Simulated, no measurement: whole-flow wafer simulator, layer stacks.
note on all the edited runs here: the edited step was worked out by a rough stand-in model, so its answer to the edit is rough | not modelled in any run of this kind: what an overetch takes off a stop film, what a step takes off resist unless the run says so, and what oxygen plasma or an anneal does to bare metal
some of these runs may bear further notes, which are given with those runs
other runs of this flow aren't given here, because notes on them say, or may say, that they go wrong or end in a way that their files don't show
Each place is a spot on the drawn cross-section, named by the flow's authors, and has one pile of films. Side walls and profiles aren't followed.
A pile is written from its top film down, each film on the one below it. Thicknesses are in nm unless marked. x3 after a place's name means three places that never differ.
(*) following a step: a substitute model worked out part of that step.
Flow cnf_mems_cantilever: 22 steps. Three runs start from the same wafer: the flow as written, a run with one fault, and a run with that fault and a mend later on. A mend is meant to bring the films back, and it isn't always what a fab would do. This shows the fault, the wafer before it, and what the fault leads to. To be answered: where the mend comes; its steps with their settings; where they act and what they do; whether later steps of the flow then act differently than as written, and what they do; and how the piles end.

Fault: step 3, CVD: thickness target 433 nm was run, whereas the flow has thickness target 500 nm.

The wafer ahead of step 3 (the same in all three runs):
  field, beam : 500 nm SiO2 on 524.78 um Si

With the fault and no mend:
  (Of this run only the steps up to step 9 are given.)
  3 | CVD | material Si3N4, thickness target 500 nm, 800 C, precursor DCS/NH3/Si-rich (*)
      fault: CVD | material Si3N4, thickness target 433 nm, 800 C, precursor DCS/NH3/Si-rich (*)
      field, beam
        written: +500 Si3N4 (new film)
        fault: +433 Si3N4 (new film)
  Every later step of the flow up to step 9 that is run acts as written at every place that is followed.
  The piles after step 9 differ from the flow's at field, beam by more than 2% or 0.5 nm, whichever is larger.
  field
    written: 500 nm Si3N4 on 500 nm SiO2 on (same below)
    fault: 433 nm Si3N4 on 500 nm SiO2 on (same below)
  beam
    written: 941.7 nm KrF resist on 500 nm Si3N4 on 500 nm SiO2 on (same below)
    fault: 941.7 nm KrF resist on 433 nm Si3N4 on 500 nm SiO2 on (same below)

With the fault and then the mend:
  The mend stands after step 9.
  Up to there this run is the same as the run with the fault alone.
  9a | STRIP | chemistry O2, power 800 W (*)
      beam
        -941.7 KrF resist (all of it)
  9b | CLEAN | chemistry SC1/SC2 (*) (a further turn of the flow's step 1)
      does not change any film at any place that is followed
  9c | CVD | material Si3N4, thickness target 67 nm, 800 C, precursor DCS/NH3/Si-rich (*) (a further turn of the flow's step 3, with different settings)
      field, beam
        +67 Si3N4
  9d | HMDS (a further turn of the flow's step 4)
      does not change any film at any place that is followed
  9e | COAT | KrF resist, thickness 1000 nm (a further turn of the flow's step 5)
      field, beam
        +1000 KrF resist (new film)
  9f | SOFTBAKE | KrF resist (a further turn of the flow's step 6)
      does not change any film at any place that is followed
  9g | EXPOSE | photomask CANTILEVER (a further turn of the flow's step 7)
      does not change any film at any place that is followed
  9h | PEB | KrF resist, 135 C, 90 s (a further turn of the flow's step 8)
      field, beam
        -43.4 KrF resist
  9i | DEVELOP | developer TMAH-0.26N, 60 s (a further turn of the flow's step 9)
      field
        -956.6 KrF resist (all of it)
      beam
        -14.9 KrF resist
  Every later step of the flow that is run acts as written at every place that is followed.
  The piles end the same as the flow's at every place that both follow.
